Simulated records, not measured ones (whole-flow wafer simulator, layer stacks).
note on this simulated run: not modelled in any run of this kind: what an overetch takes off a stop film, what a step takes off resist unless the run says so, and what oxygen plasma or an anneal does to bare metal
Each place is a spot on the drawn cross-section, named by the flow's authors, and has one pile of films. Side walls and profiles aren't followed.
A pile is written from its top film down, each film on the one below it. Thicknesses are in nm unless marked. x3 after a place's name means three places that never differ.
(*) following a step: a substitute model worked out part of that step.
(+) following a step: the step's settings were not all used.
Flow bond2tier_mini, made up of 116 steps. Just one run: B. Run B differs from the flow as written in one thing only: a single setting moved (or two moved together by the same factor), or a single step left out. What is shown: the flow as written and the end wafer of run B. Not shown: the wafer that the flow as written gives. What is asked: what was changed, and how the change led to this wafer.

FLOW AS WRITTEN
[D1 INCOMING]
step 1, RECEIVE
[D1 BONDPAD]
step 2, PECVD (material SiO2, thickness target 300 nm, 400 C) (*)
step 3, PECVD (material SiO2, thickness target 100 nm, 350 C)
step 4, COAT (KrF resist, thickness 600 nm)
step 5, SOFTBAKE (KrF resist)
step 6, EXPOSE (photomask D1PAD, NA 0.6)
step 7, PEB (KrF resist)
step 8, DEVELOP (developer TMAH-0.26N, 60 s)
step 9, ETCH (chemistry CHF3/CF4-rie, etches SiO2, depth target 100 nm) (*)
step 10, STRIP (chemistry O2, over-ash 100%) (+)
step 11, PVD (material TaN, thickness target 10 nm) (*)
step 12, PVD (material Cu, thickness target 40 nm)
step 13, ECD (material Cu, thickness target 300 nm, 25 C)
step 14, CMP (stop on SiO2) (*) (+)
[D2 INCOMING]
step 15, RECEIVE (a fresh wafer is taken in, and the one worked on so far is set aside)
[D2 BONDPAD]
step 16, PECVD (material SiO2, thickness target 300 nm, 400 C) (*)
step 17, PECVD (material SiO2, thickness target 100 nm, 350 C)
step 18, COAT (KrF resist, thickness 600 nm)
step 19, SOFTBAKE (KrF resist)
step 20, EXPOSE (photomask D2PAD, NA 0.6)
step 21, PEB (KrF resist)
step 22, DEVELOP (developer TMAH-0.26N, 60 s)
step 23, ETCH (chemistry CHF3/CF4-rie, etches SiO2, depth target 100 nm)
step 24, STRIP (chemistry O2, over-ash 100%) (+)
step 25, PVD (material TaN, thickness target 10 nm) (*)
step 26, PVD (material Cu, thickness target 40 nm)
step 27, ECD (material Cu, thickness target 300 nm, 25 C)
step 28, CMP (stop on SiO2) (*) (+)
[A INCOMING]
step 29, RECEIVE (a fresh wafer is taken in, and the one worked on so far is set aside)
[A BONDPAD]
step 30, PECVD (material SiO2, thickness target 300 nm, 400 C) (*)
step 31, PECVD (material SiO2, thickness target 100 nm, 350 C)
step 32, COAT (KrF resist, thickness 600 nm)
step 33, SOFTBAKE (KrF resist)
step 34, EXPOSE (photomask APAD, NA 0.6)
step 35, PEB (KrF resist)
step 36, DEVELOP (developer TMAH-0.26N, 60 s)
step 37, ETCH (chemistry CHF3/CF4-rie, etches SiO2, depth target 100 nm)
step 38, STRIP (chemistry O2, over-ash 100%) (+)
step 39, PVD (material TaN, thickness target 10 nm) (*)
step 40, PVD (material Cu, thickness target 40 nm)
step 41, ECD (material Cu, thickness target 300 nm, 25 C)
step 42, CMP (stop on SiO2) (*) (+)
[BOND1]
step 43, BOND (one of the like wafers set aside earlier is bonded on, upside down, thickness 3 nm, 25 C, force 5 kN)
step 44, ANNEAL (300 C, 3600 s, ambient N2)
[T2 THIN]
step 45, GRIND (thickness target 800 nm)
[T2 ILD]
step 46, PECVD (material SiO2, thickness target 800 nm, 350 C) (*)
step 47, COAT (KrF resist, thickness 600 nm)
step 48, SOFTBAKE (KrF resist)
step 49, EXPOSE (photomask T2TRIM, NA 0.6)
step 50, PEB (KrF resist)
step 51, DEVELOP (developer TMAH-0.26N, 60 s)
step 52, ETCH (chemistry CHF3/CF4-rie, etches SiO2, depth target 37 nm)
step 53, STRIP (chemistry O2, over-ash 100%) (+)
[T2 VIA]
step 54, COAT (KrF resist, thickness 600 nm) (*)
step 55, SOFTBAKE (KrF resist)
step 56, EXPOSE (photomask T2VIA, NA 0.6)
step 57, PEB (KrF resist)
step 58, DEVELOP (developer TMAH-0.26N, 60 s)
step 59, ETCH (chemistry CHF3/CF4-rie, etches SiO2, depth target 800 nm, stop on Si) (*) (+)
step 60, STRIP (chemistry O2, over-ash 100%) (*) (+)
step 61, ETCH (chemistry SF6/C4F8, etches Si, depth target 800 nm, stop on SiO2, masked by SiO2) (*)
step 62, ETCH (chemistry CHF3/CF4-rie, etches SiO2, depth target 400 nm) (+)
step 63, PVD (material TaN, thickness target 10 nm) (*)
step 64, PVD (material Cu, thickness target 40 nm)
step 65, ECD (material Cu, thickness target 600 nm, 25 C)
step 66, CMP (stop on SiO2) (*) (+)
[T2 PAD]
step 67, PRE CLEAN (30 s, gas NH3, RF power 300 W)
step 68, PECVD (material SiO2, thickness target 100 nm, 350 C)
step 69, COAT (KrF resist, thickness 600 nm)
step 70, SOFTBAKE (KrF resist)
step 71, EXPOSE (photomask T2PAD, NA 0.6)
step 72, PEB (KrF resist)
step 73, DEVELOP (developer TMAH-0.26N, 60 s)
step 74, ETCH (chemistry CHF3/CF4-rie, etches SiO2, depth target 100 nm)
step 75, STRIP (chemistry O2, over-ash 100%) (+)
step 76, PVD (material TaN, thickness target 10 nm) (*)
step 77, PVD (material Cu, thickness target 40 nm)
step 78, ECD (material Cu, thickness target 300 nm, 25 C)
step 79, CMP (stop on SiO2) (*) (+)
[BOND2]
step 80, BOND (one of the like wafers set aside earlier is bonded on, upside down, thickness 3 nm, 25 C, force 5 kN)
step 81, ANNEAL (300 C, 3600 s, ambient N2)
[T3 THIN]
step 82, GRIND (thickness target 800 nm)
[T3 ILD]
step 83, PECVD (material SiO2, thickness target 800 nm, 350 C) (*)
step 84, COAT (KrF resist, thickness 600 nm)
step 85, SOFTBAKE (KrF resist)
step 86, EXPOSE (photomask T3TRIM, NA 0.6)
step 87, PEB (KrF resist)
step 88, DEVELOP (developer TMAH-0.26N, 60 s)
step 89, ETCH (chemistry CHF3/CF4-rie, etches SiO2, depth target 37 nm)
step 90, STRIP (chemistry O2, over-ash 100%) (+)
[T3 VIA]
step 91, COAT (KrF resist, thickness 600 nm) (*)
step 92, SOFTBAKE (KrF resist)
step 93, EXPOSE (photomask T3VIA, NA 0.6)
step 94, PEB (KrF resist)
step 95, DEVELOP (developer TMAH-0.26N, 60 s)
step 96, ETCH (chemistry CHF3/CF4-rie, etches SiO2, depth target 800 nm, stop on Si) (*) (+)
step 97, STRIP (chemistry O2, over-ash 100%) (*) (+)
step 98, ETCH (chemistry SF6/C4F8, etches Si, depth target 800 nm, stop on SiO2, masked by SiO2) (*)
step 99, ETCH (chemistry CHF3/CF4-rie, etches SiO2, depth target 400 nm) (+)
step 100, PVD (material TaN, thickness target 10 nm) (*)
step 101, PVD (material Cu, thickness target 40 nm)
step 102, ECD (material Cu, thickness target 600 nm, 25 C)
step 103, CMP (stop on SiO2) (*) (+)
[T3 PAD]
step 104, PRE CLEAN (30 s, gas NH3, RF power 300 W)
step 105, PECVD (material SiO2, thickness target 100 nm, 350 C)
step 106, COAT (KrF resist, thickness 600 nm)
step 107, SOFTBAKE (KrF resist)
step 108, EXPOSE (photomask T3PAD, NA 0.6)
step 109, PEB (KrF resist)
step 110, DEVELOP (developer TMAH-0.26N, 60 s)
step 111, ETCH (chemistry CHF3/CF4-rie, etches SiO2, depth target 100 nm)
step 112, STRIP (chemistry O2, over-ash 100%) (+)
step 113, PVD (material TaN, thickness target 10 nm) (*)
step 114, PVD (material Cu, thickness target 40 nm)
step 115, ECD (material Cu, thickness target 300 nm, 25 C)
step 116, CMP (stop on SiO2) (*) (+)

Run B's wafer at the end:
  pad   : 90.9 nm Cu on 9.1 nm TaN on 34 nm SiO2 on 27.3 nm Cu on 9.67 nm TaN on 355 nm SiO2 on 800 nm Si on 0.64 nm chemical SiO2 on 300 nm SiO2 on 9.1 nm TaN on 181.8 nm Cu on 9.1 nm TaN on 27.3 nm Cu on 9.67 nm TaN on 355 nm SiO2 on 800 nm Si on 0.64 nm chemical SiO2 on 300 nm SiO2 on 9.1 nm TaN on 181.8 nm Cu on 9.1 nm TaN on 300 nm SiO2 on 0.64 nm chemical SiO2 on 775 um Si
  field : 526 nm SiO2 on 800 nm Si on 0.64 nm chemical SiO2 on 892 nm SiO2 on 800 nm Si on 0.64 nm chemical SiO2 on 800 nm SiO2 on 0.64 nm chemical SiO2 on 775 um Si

What caused this: step 105, PECVD: thickness target 134 nm was run, while the flow as written has thickness target 100 nm.

Step by step, how the change led to this:
  step 105, PECVD (material SiO2, thickness target 100 nm, 350 C)
      field: +134 SiO2 (it would be, as written: +100 SiO2)
      pad: +134 SiO2 (new film) (it would be, as written: +100 SiO2 (new film))
  step 111, ETCH (chemistry CHF3/CF4-rie, etches SiO2, depth target 100 nm)
      pad: -100 SiO2 (it would be, as written: -100 SiO2 (all of it))
With metal films that touch counted as one body, pad has 4 bodies (between them, from the top down: SiO2 34; SiO2 355 / Si 800 / chemical SiO2 0.64 / SiO2 300; SiO2 355 / Si 800 / chemical SiO2 0.64 / SiO2 300); the flow as written gives 3 bodies (between them, from the top down: SiO2 355 / Si 800 / chemical SiO2 0.64 / SiO2 300; SiO2 355 / Si 800 / chemical SiO2 0.64 / SiO2 300).
